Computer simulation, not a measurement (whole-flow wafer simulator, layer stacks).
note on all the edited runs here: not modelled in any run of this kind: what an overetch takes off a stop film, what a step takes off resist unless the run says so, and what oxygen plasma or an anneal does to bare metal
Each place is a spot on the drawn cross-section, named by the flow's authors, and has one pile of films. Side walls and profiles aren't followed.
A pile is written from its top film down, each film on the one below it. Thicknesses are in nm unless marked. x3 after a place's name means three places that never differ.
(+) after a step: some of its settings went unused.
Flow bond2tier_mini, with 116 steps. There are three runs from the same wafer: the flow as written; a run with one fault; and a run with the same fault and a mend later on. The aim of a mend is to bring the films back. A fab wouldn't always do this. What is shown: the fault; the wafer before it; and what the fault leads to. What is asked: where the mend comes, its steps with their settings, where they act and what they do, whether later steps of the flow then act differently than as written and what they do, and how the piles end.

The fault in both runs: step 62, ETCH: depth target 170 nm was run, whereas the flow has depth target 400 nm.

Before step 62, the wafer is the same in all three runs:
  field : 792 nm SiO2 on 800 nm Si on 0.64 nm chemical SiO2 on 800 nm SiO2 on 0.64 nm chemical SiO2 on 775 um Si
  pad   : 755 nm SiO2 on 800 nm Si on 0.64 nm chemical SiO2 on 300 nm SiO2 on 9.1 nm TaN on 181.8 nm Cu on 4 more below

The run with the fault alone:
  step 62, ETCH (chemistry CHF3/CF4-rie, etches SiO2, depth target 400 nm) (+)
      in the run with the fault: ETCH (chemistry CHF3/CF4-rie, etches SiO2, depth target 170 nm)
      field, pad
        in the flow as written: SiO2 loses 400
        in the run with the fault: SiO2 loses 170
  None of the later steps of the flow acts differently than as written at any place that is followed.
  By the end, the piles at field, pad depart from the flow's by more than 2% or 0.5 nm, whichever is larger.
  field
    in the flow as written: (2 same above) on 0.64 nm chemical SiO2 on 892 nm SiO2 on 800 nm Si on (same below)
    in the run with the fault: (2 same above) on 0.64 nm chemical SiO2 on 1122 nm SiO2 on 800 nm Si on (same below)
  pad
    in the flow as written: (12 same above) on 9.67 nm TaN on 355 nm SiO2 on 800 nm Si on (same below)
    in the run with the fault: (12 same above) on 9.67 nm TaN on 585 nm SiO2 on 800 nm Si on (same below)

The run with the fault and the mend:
  After step 62 comes the mend.
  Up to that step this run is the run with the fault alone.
  step 62a, ETCH (chemistry CHF3/CF4-rie, etches SiO2, depth target 230 nm) (+) (the flow's step 62 again, with other settings)
      field, pad
        SiO2 loses 230
  None of the later steps of the flow acts differently than as written at any place that is followed.
  By the end, the piles equal the flow's at every place that both follow.
